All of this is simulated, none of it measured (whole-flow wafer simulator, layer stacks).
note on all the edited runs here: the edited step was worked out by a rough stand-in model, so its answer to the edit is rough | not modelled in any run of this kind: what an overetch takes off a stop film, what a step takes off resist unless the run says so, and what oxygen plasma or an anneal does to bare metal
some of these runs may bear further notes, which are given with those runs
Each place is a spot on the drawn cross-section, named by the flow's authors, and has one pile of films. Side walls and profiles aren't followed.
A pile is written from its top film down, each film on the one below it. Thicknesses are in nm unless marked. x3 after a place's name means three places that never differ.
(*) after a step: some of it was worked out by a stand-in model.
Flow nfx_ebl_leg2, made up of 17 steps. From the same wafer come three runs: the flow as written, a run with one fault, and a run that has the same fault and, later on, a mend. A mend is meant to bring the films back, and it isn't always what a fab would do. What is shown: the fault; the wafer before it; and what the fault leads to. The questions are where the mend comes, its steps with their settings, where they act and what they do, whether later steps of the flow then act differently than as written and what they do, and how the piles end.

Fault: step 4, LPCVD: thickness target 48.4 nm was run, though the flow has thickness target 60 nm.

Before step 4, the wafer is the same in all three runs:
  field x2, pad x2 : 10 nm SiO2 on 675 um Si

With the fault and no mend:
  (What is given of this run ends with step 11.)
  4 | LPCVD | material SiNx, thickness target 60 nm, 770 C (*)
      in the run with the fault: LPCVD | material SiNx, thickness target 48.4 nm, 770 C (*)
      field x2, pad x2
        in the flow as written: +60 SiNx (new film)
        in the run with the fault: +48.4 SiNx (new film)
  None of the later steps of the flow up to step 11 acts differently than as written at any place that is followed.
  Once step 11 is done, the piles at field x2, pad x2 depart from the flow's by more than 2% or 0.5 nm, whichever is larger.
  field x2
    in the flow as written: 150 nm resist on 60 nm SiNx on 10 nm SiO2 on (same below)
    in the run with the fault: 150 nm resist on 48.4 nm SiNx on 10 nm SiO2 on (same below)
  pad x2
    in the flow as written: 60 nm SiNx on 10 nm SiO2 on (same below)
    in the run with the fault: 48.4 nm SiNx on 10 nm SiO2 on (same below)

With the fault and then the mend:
  The mend stands after step 5.
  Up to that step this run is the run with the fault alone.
  5a | ETCH | chemistry h3po4, depth target 55.66 nm
      field x2, pad x2
        -48.4 SiNx (all of it)
  5b | CLEAN | chemistry SC1/SC2 (the flow's step 2 again)
      alters no film at any place that is followed
  5c | LPCVD | material SiNx, thickness target 60 nm, 770 C (*) (the flow's step 4 again)
      field x2, pad x2
        +60 SiNx (new film)
  None of the later steps of the flow acts differently than as written at any place that is followed.
  At every place that both follow, the piles at the end match the flow's.
